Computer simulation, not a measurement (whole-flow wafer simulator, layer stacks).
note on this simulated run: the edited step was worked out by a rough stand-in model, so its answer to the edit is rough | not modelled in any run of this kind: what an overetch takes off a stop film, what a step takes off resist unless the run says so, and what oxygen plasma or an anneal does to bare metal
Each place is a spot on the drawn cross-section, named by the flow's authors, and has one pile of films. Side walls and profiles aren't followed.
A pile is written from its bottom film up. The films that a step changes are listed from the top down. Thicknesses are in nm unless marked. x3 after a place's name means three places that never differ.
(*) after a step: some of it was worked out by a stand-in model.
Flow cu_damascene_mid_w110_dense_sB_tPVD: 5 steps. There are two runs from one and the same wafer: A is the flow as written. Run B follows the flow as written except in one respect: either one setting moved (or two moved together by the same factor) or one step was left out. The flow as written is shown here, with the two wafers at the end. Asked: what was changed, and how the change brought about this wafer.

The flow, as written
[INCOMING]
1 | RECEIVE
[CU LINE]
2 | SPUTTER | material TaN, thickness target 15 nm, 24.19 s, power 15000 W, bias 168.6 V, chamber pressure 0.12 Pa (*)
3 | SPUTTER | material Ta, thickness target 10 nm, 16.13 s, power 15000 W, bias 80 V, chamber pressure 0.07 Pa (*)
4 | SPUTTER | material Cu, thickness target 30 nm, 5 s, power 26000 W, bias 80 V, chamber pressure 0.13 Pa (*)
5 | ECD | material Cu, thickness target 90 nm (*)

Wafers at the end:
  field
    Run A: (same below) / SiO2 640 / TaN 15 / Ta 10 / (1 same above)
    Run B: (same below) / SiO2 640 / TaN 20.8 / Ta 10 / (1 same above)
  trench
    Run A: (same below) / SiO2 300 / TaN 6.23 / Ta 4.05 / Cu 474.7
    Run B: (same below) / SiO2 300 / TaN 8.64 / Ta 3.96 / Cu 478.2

The reason: step 2, SPUTTER: 33.56 s was run, whereas the flow has 24.19 s.

The path from the change to this, step by step:
  2 | SPUTTER | material TaN, thickness target 15 nm, 24.19 s, power 15000 W, bias 168.6 V, chamber pressure 0.12 Pa (*)
      field: A TaN gains 15 (new film) | B TaN gains 20.8 (new film)
      trench: A TaN gains 6.23 (new film) | B TaN gains 8.64 (new film)
